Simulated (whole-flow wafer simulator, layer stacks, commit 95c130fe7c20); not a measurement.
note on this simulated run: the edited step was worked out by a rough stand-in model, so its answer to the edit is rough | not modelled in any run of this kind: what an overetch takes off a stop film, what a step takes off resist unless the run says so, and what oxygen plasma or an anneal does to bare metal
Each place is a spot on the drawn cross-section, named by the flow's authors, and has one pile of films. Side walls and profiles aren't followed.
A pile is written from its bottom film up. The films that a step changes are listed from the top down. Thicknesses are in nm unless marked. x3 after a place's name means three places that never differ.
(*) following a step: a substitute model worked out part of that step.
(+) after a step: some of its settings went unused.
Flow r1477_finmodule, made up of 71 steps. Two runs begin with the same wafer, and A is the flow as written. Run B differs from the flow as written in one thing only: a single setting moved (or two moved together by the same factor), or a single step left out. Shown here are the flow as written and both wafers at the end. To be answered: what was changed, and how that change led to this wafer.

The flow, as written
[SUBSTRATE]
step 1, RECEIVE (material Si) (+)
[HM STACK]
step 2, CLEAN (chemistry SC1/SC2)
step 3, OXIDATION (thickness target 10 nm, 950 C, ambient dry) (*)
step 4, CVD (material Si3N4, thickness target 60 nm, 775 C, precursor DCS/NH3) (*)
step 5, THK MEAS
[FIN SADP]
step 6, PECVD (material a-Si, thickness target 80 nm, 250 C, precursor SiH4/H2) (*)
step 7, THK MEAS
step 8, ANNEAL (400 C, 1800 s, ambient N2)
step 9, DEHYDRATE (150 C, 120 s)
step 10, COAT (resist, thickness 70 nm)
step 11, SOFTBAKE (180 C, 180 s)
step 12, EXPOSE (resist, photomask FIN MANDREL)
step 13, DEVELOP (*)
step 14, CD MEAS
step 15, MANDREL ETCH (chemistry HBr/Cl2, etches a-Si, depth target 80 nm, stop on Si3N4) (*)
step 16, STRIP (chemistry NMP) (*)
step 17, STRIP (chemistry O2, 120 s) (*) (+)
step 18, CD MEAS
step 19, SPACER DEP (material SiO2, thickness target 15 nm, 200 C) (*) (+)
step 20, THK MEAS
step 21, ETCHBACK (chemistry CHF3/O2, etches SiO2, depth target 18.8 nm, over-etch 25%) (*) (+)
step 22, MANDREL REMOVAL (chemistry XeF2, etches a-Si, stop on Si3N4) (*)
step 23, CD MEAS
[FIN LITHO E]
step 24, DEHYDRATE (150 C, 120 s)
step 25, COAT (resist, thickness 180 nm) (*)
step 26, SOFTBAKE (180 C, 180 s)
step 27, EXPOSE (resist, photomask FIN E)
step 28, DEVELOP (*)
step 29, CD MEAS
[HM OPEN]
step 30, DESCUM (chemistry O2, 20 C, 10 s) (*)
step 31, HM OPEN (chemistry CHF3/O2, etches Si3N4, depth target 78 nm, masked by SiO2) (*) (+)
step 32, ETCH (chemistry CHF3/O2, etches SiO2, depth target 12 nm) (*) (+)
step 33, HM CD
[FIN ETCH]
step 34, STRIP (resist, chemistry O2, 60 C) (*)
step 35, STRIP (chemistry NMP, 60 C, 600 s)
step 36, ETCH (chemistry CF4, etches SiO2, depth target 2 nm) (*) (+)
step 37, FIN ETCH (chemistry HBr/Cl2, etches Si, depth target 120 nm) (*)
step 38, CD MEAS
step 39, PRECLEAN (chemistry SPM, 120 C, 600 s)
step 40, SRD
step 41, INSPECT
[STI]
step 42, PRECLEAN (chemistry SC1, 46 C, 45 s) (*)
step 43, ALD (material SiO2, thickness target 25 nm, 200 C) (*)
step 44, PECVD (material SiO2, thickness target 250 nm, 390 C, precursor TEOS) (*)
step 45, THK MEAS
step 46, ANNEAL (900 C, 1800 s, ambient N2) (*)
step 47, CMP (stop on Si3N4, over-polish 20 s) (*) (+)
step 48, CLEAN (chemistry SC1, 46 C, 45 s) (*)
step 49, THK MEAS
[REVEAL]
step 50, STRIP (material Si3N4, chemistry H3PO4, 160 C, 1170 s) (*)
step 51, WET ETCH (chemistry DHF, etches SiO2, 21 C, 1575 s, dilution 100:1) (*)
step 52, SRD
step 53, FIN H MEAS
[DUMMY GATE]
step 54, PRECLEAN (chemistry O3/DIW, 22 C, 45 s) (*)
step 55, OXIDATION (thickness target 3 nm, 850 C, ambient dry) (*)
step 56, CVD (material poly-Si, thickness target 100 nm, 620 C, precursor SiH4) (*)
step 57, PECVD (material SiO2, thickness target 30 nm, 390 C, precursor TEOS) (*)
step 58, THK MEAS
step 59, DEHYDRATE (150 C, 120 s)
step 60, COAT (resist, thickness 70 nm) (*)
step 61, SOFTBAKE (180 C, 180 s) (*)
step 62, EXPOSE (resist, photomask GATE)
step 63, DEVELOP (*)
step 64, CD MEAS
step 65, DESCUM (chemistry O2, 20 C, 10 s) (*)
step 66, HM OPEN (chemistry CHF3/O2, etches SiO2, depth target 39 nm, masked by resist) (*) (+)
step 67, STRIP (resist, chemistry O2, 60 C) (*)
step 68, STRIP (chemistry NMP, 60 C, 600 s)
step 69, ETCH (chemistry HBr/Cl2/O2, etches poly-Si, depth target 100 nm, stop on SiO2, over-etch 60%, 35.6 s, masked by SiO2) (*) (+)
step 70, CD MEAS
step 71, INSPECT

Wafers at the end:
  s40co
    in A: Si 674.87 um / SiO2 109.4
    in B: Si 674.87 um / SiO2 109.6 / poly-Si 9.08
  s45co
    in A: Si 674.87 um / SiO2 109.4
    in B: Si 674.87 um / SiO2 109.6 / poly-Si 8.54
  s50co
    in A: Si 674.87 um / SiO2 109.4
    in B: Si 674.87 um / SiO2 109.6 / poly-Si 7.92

What caused this: step 69, ETCH: depth target 64 nm was run, whereas the flow has depth target 100 nm; step 69, ETCH: 22.8 s was run, where the flow has 35.6 s.

The path from the change to this, step by step:
  step 69, ETCH (chemistry HBr/Cl2/O2, etches poly-Si, depth target 100 nm, stop on SiO2, over-etch 60%, 35.6 s, masked by SiO2) (*) (+)
      s40co: A -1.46 chemical SiO2 (all of it), -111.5 poly-Si (all of it), -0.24 SiO2 | B -1.46 chemical SiO2 (all of it), -102.4 poly-Si
      s45co: A -1.46 chemical SiO2 (all of it), -110.9 poly-Si (all of it), -0.25 SiO2 | B -1.46 chemical SiO2 (all of it), -102.4 poly-Si
      (also at 19 further places)
